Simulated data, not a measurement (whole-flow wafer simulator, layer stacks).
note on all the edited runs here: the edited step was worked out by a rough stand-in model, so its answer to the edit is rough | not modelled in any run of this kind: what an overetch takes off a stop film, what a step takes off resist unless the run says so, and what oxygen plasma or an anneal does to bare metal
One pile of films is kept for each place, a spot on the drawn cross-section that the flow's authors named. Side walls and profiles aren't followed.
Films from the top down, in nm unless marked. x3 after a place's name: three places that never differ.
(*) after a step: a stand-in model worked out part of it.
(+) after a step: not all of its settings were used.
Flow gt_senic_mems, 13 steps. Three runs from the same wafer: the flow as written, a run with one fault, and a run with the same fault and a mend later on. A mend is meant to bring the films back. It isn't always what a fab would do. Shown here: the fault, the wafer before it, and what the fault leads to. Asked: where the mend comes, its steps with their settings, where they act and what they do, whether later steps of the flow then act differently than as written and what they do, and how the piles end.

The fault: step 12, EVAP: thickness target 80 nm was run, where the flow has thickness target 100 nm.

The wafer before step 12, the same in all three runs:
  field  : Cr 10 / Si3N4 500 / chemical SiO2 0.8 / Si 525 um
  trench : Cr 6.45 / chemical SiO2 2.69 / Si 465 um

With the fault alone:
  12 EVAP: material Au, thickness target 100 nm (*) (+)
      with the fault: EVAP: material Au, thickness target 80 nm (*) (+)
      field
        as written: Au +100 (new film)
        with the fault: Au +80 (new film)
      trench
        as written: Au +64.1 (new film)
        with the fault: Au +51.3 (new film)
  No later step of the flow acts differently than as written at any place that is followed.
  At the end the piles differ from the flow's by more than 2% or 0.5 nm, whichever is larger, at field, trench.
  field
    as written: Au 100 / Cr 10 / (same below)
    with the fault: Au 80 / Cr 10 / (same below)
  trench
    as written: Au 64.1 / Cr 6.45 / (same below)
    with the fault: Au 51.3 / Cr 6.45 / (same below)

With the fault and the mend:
  The mend comes after step 13.
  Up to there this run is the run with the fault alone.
  13a EVAP: material Au, thickness target 20 nm (*) (+) (the flow's step 12 once more, with other settings)
      field
        Au +20
      trench
        Au +12.9
  No later step of the flow acts differently than as written at any place that is followed.
  At the end the piles differ from the flow's only slightly at the places that both follow, by at most 2% or 0.5 nm, whichever is larger.
